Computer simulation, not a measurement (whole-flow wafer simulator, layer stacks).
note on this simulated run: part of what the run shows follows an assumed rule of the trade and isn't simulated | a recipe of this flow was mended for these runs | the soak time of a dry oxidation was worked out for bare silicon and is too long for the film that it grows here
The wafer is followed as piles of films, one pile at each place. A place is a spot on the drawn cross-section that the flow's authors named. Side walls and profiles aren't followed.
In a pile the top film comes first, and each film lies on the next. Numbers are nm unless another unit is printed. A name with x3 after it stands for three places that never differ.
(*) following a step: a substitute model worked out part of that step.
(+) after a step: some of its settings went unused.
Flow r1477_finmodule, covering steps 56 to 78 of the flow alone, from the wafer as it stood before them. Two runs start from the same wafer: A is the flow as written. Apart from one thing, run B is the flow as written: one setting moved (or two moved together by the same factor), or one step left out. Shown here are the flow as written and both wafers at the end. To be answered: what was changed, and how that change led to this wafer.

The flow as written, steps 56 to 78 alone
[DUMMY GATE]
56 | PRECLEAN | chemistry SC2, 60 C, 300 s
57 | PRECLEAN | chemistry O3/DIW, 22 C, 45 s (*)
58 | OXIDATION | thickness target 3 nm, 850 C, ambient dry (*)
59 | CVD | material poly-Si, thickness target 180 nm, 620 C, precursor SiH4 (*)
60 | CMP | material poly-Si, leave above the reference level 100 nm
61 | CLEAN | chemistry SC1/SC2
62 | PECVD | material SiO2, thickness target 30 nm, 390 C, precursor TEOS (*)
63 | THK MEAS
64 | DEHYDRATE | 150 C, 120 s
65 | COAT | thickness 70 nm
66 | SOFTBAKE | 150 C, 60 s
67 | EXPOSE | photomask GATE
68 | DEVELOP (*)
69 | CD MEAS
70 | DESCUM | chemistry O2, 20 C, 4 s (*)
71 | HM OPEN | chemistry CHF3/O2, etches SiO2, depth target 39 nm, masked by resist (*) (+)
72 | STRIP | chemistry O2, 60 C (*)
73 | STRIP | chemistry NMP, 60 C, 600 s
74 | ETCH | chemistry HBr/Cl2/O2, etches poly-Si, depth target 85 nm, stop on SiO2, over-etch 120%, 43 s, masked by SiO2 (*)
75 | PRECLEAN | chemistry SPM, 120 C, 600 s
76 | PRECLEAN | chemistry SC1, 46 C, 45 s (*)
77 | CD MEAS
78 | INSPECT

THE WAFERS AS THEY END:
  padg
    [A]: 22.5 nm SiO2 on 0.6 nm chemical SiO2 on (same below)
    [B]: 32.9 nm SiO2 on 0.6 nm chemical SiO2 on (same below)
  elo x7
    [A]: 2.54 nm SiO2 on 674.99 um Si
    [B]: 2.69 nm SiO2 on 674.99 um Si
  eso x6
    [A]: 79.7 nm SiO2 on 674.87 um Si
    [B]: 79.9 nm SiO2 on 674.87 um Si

Cause: step 62, PECVD: thickness target 40.4 nm was run, whereas the flow has thickness target 30 nm.

Step by step, how the change led to this:
  62 | PECVD | material SiO2, thickness target 30 nm, 390 C, precursor TEOS (*)
      pad, padg, elg x7 and 27 more: A SiO2 gains 30 (new film) | B SiO2 gains 40.4 (new film)
  71 | HM OPEN | chemistry CHF3/O2, etches SiO2, depth target 39 nm, masked by resist (*) (+)
      pad, elo x7, eso x6, e200so, s40co x3: A SiO2 loses 30 (all of it), chemical SiO2 loses 0.6 (all of it), poly-Si loses 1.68 | B SiO2 loses 39
  72 | STRIP | chemistry O2, 60 C (*)
      pad, elo x7, eso x6, e200so, s40co x3: A chemical SiO2 gains 1.12 (new film), poly-Si loses 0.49 | B nothing
  74 | ETCH | chemistry HBr/Cl2/O2, etches poly-Si, depth target 85 nm, stop on SiO2, over-etch 120%, 43 s, masked by SiO2 (*)
      eso x6, e200so, s40co x3: A chemical SiO2 loses 1.12 (all of it), poly-Si loses 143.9 (all of it), SiO2 loses 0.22 | B SiO2 loses 1.4 (all of it), chemical SiO2 loses 0.6 (all of it), poly-Si loses 146.1 (all of it), SiO2 loses 0.06
      elo x7: A chemical SiO2 loses 1.12 (all of it), poly-Si loses 97.6 (all of it), SiO2 loses 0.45 | B SiO2 loses 1.4 (all of it), chemical SiO2 loses 0.6 (all of it), poly-Si loses 99.7 (all of it), SiO2 loses 0.3
      (and at 1 other place as well)
